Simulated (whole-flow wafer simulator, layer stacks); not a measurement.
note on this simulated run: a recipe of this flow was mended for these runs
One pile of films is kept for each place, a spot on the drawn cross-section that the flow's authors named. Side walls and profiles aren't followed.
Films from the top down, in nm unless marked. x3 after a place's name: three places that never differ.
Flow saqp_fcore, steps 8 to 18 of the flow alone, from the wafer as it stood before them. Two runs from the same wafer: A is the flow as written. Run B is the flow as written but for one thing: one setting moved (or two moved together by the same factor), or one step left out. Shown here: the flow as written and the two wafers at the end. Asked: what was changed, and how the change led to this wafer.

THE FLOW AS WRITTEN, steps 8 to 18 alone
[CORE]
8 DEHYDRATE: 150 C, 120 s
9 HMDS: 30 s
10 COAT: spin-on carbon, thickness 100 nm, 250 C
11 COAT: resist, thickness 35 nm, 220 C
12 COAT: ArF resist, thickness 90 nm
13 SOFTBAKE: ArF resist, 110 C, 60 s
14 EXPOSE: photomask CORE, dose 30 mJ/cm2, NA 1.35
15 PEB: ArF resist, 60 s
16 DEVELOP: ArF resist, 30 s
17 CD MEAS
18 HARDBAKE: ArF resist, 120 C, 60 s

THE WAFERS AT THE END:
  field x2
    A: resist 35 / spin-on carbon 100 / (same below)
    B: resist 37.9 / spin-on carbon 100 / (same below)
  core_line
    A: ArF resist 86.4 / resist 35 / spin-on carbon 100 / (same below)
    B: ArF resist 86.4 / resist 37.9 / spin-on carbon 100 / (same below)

The cause: step 11, COAT: thickness 37.9 nm was run, where the flow has thickness 35 nm.
It can be read off the wafer: field x2 has resist 37.9, and step 11 as written asks for 35 nm.

How the change led to this, step by step:
  11 COAT: resist, thickness 35 nm, 220 C
      field x2, core_line: A resist +35 (new film) | B resist +37.9 (new film)
